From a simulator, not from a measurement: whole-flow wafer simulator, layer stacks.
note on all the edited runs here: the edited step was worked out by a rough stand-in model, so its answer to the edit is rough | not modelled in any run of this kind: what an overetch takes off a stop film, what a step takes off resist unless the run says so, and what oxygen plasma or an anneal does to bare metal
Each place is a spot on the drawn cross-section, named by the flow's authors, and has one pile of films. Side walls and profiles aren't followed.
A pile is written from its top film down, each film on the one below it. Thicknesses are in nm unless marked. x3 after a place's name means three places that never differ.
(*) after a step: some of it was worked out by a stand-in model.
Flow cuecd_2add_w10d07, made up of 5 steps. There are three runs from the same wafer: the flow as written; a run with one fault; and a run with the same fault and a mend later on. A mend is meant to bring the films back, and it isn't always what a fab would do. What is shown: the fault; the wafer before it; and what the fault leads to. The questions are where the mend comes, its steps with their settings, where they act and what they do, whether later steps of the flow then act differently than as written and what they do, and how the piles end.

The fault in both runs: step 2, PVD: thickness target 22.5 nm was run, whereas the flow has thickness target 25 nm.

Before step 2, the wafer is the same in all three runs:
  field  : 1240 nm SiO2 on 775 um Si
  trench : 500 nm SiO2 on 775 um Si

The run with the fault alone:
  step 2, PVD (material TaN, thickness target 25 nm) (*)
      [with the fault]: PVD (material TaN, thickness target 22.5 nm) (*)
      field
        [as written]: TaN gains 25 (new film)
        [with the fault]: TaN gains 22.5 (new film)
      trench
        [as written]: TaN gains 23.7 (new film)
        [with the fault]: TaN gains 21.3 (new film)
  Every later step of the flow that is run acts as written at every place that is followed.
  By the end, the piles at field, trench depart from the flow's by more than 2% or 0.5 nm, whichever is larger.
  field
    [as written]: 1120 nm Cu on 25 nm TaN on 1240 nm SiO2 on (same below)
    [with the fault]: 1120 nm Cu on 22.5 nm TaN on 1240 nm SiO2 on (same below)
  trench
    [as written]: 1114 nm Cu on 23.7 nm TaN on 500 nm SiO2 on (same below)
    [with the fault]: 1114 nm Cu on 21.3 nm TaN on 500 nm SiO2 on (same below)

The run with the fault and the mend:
  The mend stands after step 2.
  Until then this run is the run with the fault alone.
  step 2a, PVD (material TaN, thickness target 2.5 nm) (*) (the flow's step 2 again, with other settings)
      field
        TaN gains 2.5
      trench
        TaN gains 2.36
  Every later step of the flow that is run acts as written at every place that is followed.
  The piles end the same as the flow's at every place that both follow.
